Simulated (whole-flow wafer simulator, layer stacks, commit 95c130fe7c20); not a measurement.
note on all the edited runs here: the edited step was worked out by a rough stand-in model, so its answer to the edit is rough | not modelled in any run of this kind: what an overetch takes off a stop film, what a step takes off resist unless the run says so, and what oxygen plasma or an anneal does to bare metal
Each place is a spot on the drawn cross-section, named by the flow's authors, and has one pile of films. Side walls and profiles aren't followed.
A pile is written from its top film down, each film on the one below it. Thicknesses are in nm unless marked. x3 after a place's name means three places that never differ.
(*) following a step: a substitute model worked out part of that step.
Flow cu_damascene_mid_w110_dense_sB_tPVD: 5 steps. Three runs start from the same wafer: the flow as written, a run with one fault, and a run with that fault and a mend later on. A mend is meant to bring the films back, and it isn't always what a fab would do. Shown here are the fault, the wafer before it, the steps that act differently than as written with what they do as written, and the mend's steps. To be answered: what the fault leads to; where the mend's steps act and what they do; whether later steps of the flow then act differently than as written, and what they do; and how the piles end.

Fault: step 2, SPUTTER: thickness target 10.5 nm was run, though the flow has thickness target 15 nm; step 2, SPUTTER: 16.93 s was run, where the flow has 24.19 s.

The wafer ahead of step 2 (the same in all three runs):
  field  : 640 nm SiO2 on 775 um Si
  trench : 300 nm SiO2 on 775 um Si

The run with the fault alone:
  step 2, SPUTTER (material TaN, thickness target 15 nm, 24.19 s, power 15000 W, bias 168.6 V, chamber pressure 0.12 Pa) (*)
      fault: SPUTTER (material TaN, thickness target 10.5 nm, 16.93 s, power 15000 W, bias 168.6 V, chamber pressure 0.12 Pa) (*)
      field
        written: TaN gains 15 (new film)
        fault: TaN gains 10.5 (new film)
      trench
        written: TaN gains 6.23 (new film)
        fault: TaN gains 4.36 (new film)
  Later steps of the flow that are run all act as written at every place that is followed, up to a difference of at most 2% or 0.5 nm, whichever is larger.
  The piles end different from the flow's at field, trench by more than 2% or 0.5 nm, whichever is larger.
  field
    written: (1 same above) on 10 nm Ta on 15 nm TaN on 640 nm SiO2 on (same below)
    fault: (1 same above) on 10 nm Ta on 10.5 nm TaN on 640 nm SiO2 on (same below)
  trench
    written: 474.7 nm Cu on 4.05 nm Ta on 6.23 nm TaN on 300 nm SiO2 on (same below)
    fault: 472 nm Cu on 4.1 nm Ta on 4.36 nm TaN on 300 nm SiO2 on (same below)

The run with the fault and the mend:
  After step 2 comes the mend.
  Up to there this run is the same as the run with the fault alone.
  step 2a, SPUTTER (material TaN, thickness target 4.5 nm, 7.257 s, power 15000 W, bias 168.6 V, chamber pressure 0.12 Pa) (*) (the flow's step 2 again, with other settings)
      field
        TaN gains 4.5
      trench
        TaN gains 1.8
  Later steps of the flow that are run all act as written at every place that is followed, up to a difference of at most 2% or 0.5 nm, whichever is larger.
  The piles end only slightly different from the flow's at the places that both follow, by no more than 2% or 0.5 nm, whichever is larger.
